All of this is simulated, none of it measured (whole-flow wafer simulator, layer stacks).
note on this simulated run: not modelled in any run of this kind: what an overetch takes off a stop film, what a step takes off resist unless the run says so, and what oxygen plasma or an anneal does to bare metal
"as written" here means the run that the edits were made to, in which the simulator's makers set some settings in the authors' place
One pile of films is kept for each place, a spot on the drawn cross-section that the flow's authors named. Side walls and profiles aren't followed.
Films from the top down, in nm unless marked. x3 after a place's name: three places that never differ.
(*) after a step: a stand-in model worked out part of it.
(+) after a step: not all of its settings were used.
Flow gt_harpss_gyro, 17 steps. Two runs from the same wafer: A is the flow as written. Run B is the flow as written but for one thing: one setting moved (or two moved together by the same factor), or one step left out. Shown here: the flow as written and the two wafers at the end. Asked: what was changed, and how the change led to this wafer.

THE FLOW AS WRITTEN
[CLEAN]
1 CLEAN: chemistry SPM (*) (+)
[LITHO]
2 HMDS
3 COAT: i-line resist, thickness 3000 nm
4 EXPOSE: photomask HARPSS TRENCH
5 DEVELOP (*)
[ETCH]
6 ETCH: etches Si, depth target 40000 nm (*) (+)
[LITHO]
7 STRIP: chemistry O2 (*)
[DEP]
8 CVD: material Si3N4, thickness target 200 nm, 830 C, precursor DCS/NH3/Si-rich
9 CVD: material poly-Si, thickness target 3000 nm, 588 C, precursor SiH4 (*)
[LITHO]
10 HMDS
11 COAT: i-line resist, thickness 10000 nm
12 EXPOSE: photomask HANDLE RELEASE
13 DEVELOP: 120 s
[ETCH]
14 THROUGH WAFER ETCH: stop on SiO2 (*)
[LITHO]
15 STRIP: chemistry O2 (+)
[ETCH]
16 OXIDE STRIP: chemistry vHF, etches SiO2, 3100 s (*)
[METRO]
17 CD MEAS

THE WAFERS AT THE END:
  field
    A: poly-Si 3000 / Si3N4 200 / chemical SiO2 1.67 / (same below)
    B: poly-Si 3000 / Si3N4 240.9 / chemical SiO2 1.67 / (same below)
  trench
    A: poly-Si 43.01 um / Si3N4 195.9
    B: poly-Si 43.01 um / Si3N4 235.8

The cause: step 8, CVD: thickness target 240.9 nm was run, where the flow has thickness target 200 nm.
It can be read off the wafer: field has Si3N4 240.9, and step 8 as written asks for 200 nm.

How the change led to this, step by step:
  8 CVD: material Si3N4, thickness target 200 nm, 830 C, precursor DCS/NH3/Si-rich
      field: A Si3N4 +200 (new film) | B Si3N4 +240.9 (new film)
      trench: A Si3N4 +195.9 (new film) | B Si3N4 +235.8 (new film)
